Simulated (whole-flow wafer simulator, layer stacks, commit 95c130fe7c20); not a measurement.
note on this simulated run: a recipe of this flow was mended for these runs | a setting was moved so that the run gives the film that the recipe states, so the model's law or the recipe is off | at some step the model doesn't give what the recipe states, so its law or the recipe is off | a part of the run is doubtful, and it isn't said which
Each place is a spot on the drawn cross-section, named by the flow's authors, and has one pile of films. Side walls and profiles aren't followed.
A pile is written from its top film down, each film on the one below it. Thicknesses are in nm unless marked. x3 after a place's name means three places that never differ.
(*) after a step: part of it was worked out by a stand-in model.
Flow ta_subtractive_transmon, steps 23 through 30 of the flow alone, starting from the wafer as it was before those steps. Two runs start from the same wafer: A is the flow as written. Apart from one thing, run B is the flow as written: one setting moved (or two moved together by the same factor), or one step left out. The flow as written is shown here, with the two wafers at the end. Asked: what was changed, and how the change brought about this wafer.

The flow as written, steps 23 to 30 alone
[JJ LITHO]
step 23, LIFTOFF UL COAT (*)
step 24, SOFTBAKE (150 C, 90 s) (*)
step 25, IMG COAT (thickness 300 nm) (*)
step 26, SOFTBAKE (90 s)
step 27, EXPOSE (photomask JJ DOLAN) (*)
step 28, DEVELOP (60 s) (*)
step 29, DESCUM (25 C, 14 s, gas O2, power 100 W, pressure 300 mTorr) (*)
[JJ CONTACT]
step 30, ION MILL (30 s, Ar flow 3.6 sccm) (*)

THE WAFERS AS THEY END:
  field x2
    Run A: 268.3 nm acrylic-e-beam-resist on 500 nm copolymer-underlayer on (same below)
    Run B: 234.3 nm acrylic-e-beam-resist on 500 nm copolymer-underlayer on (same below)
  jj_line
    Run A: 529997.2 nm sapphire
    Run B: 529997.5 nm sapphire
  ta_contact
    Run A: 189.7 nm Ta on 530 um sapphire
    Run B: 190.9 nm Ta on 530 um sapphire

Cause: step 25, IMG COAT: thickness 264 nm was run, whereas the flow has thickness 300 nm; step 30, ION MILL: 26.4 s was run, where the flow has 30 s.

Step by step, how the change led to this:
  step 25, IMG COAT (thickness 300 nm) (*)
      field x2, jj_line: A +300 acrylic-e-beam-resist (new film) | B +264 acrylic-e-beam-resist (new film)
      lead: A +312.5 acrylic-e-beam-resist (new film) | B +275.5 acrylic-e-beam-resist (new film)
      (also at 2 further places)
  step 28, DEVELOP (60 s) (*)
      jj_line: A -300 acrylic-e-beam-resist (all of it), -500 copolymer-underlayer (all of it) | B -264 acrylic-e-beam-resist (all of it), -500 copolymer-underlayer (all of it)
      lead: A -312.5 acrylic-e-beam-resist (all of it), -554.7 copolymer-underlayer (all of it) | B -275.5 acrylic-e-beam-resist (all of it), -554.7 copolymer-underlayer (all of it)
      (also at 1 further place)
  step 30, ION MILL (30 s, Ar flow 3.6 sccm) (*)
      field x2, ta_pad: A -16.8 acrylic-e-beam-resist | B -14.8 acrylic-e-beam-resist
      ta_contact: A -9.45 Ta | B -8.32 Ta
